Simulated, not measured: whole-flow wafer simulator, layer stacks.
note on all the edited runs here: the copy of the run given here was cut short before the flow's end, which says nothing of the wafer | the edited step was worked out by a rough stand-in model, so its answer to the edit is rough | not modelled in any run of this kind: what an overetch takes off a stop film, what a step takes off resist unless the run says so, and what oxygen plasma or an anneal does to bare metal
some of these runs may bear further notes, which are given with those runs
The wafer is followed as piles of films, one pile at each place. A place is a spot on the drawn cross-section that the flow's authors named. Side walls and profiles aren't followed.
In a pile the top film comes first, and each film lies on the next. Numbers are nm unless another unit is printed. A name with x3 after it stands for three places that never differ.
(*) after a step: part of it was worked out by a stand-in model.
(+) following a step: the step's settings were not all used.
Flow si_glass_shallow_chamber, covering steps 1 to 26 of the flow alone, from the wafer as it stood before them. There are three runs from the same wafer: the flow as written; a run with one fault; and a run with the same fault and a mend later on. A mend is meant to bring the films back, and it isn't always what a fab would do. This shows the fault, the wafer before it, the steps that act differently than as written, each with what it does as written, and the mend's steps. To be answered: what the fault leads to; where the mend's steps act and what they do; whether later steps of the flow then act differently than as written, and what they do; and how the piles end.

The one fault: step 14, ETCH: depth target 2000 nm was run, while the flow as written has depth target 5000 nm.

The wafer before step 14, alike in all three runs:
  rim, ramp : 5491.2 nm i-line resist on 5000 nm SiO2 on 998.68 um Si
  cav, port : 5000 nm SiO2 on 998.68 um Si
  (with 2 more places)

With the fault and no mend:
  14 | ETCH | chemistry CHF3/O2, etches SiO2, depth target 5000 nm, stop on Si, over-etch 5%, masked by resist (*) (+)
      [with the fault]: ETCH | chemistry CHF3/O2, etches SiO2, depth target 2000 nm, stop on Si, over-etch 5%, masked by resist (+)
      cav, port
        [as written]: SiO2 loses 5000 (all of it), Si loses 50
        [with the fault]: SiO2 loses 2100
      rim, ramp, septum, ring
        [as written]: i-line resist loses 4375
        [with the fault]: i-line resist loses 1750
  Steps later in the flow that act otherwise than as written:
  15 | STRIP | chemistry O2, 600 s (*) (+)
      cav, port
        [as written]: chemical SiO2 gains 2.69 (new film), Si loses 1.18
        [with the fault]: nothing
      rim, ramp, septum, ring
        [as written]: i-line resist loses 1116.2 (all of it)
        [with the fault]: i-line resist loses 3741.2 (all of it)
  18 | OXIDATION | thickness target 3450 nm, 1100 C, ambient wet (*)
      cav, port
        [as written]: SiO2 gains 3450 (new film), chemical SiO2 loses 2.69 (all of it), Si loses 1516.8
        [with the fault]: SiO2 gains 1643.3, Si loses 723.1
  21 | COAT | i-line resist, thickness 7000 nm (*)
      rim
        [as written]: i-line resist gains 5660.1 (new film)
        [with the fault]: i-line resist gains 6339.5 (new film)
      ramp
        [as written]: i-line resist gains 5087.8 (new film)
        [with the fault]: i-line resist gains 6043.3 (new film)
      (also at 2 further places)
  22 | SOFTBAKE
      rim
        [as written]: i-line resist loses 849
        [with the fault]: i-line resist loses 440.7
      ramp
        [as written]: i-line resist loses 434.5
        [with the fault]: i-line resist loses 194.8
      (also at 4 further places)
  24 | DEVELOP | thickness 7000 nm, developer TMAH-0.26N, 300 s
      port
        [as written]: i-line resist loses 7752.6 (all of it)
        [with the fault]: i-line resist loses 7398.5 (all of it)
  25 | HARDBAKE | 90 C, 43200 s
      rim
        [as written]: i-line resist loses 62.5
        [with the fault]: i-line resist loses 105.1
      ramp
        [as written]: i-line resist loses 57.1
        [with the fault]: i-line resist loses 103
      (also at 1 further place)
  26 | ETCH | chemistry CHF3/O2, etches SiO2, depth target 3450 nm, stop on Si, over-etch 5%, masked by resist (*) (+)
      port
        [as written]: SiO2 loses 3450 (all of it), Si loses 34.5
        [with the fault]: SiO2 loses 3622.5
  The piles end different from the flow's at rim, ramp, cav, port by more than 2% or 0.5 nm, whichever is larger.
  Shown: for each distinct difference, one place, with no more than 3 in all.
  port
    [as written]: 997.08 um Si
    [with the fault]: 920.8 nm SiO2 on 997.96 um Si
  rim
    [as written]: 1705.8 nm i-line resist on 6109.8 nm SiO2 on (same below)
    [with the fault]: 2750.8 nm i-line resist on 6109.8 nm SiO2 on (same below)
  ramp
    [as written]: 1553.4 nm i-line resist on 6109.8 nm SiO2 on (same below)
    [with the fault]: 2702.7 nm i-line resist on 6109.8 nm SiO2 on (same below)

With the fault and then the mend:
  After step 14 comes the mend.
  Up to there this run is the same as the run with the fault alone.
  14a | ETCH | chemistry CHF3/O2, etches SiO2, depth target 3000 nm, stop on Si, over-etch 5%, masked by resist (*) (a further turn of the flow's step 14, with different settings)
      rim, ramp, septum, ring
        i-line resist loses 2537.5
      cav, port
        SiO2 loses 2900 (all of it), Si loses 50
  Steps later in the flow that act otherwise than as written:
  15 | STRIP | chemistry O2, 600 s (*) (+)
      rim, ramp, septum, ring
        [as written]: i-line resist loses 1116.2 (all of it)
        [with the mend]: i-line resist loses 1203.7 (all of it)
  By the end, the piles equal the flow's at every place that both follow.
